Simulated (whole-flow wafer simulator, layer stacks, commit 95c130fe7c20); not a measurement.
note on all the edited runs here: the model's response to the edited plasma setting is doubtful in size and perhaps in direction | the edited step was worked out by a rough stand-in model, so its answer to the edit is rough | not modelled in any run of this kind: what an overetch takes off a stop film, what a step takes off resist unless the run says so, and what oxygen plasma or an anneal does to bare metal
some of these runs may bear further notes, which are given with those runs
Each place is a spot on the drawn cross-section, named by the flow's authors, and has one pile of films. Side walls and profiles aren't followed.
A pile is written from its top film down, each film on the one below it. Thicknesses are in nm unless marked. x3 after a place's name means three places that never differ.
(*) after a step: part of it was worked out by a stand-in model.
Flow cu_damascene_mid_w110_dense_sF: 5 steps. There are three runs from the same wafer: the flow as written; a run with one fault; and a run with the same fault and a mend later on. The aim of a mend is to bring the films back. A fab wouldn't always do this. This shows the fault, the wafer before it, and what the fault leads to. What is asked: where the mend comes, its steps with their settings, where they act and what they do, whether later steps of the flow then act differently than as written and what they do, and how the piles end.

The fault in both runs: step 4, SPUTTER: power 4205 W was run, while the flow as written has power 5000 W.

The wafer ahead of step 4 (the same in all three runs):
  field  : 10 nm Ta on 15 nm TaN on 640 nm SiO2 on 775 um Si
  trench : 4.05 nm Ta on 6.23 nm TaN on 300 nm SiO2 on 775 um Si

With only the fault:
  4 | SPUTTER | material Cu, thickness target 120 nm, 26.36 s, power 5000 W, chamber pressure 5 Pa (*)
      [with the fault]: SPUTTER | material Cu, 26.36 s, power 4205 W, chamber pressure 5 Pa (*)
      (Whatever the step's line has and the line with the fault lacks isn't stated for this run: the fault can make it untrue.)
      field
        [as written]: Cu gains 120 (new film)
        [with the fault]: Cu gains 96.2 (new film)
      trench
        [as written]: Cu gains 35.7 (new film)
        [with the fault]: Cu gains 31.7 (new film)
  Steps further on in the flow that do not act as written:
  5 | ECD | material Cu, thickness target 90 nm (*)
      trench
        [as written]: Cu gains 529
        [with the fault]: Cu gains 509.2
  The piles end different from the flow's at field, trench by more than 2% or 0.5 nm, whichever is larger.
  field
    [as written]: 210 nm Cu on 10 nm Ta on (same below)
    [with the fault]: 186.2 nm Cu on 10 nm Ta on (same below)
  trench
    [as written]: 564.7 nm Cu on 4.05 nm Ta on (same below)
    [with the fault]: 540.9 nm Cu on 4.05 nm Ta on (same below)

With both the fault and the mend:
  The mend stands after step 4.
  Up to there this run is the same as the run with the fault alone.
  4a | SPUTTER | material Cu, 5.809 s, power 5000 W, chamber pressure 5 Pa (*) (the flow's step 4 again, with other settings)
      field
        Cu gains 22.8
      trench
        Cu gains 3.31
  None of the later steps of the flow differs from how it acts as written, at any place that is followed, by more than 2% or 0.5 nm, whichever is larger.
  At the end the piles are close to the flow's at the places that both follow, differing by at most 2% or 0.5 nm, whichever is larger.
